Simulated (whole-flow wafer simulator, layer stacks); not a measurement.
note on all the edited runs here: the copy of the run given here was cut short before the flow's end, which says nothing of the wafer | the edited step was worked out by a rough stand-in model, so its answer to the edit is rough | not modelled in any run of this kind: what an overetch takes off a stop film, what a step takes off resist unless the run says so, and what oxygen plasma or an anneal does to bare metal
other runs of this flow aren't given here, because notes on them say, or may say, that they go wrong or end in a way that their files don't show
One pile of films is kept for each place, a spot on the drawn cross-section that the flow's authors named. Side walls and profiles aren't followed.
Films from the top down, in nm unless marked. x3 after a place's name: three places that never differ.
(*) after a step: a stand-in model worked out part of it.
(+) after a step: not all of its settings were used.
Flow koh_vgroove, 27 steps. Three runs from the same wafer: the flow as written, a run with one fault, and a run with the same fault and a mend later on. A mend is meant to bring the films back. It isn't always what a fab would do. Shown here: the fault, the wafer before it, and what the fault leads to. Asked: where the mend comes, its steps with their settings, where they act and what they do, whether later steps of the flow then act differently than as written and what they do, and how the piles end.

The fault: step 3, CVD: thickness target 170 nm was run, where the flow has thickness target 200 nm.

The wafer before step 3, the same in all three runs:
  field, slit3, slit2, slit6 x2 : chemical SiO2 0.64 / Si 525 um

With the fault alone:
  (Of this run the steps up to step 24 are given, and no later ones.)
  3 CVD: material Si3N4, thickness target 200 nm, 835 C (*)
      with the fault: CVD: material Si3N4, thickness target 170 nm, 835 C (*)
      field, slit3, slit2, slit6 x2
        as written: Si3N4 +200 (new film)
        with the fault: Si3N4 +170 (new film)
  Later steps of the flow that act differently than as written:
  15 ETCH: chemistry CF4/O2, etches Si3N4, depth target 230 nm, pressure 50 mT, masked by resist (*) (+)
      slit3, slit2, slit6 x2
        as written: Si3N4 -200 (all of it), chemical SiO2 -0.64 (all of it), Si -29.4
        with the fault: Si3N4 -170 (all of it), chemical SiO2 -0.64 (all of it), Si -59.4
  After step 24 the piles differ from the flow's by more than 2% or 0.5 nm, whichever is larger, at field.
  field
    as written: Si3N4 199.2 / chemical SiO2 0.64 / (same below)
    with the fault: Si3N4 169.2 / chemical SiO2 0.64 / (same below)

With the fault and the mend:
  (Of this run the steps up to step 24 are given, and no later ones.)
  The mend comes after step 4.
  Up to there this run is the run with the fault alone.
  4a CVD: material Si3N4, thickness target 30 nm, 835 C (*) (the flow's step 3 once more, with other settings)
      field, slit3, slit2, slit6 x2
        Si3N4 +30
  No later step of the flow up to step 24 acts differently than as written at any place that is followed.
  After step 24 the piles are the same as the flow's at every place that both follow.
